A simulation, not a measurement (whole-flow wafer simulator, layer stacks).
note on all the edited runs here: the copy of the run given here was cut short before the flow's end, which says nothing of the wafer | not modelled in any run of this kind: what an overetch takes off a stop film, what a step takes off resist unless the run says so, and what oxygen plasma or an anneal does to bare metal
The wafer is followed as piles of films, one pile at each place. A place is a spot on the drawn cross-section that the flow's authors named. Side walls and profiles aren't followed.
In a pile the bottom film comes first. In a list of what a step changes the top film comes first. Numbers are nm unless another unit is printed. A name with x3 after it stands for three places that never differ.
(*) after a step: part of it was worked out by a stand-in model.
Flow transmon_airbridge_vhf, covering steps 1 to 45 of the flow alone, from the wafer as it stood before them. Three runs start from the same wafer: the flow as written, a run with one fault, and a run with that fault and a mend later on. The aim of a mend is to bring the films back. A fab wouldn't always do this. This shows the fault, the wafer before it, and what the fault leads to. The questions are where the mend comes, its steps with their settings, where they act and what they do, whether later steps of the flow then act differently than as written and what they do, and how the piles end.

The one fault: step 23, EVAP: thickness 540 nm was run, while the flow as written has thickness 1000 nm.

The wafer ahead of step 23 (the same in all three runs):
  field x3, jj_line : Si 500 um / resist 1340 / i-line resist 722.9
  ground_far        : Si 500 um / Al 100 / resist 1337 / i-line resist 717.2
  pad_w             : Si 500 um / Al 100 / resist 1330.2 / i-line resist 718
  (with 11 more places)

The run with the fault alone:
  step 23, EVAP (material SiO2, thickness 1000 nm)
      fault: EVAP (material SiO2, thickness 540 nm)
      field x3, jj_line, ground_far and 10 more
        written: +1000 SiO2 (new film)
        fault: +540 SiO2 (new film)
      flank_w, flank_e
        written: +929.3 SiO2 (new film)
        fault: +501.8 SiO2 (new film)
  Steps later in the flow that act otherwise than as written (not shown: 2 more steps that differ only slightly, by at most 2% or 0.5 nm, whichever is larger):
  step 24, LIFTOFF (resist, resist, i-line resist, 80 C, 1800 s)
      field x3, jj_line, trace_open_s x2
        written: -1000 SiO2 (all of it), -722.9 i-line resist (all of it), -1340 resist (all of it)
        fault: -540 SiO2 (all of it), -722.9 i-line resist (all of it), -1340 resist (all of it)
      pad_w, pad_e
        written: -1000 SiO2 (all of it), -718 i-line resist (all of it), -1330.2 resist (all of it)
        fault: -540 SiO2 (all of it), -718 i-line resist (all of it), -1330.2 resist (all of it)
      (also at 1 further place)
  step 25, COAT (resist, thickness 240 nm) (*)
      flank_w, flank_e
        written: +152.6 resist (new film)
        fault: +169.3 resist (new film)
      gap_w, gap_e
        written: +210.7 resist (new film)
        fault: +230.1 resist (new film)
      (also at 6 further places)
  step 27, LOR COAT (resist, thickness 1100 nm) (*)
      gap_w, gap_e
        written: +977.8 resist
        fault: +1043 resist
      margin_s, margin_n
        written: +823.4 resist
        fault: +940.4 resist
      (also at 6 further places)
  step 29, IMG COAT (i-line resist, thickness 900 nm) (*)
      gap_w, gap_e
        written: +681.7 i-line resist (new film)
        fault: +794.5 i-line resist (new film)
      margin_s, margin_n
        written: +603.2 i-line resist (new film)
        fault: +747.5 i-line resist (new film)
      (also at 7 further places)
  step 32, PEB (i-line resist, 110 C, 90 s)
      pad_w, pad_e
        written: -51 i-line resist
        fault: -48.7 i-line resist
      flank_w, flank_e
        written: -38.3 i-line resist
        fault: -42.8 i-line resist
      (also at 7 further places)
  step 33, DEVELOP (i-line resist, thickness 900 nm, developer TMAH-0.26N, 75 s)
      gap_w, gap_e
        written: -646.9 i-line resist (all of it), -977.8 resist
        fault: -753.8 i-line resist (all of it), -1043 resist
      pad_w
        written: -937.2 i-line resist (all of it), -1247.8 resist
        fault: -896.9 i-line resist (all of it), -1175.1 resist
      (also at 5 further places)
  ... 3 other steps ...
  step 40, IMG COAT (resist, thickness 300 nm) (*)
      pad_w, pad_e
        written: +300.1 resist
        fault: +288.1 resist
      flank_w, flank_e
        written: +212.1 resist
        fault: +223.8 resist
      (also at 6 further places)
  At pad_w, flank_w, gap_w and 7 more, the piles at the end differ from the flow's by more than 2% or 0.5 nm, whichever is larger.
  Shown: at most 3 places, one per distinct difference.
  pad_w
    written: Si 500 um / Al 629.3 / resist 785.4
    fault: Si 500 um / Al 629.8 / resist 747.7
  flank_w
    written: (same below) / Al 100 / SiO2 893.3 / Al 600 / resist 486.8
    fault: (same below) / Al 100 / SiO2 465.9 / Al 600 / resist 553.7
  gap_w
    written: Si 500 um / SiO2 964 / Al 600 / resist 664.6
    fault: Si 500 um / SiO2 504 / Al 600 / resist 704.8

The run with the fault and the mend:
  The mend stands after step 23.
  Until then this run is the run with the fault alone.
  step 23a, EVAP (material SiO2, thickness 460 nm) (the flow's step 23 again, with other settings)
      field x3, jj_line, ground_far and 10 more
        +460 SiO2
      flank_w, flank_e
        +428 SiO2
  None of the later steps of the flow differs from how it acts as written, at any place that is followed, by more than 2% or 0.5 nm, whichever is larger.
  When the end is reached, the piles differ only a little from the flow's at the places that both follow, at most by 2% or 0.5 nm, whichever is larger.
